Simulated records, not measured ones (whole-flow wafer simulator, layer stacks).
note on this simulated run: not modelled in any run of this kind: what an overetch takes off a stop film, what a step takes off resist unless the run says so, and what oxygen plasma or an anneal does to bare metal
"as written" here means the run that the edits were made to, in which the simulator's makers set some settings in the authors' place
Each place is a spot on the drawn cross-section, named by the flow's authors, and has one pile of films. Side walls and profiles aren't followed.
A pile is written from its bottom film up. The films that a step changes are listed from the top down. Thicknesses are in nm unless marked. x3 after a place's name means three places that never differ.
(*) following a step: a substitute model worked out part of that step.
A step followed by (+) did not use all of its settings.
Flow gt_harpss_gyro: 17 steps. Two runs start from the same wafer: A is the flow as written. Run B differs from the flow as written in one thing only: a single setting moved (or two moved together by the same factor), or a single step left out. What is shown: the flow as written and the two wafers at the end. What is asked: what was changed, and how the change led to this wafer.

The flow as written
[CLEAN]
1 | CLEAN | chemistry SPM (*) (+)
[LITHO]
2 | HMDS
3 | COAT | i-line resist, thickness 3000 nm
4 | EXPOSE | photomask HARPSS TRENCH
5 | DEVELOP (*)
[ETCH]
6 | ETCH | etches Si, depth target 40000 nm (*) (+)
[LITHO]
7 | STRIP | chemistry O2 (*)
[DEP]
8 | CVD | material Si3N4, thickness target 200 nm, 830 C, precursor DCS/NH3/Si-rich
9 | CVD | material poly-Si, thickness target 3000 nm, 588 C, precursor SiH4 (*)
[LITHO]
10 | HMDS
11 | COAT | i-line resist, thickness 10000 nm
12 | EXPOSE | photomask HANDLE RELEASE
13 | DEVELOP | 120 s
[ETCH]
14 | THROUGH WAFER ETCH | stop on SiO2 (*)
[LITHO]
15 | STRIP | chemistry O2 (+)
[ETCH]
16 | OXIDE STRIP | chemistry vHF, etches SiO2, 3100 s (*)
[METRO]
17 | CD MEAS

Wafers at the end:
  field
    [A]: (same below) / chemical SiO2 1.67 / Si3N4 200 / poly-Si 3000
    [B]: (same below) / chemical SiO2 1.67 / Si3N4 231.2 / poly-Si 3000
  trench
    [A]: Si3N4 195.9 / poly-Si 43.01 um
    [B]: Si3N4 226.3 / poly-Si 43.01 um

Cause: step 8, CVD: thickness target 231.2 nm was run, whereas the flow has thickness target 200 nm.
One can read it off the wafer: field has Si3N4 231.2, and step 8 as written asks for 200 nm.

How this came from the change, step by step:
  8 | CVD | material Si3N4, thickness target 200 nm, 830 C, precursor DCS/NH3/Si-rich
      field: A +200 Si3N4 (new film) | B +231.2 Si3N4 (new film)
      trench: A +195.9 Si3N4 (new film) | B +226.3 Si3N4 (new film)
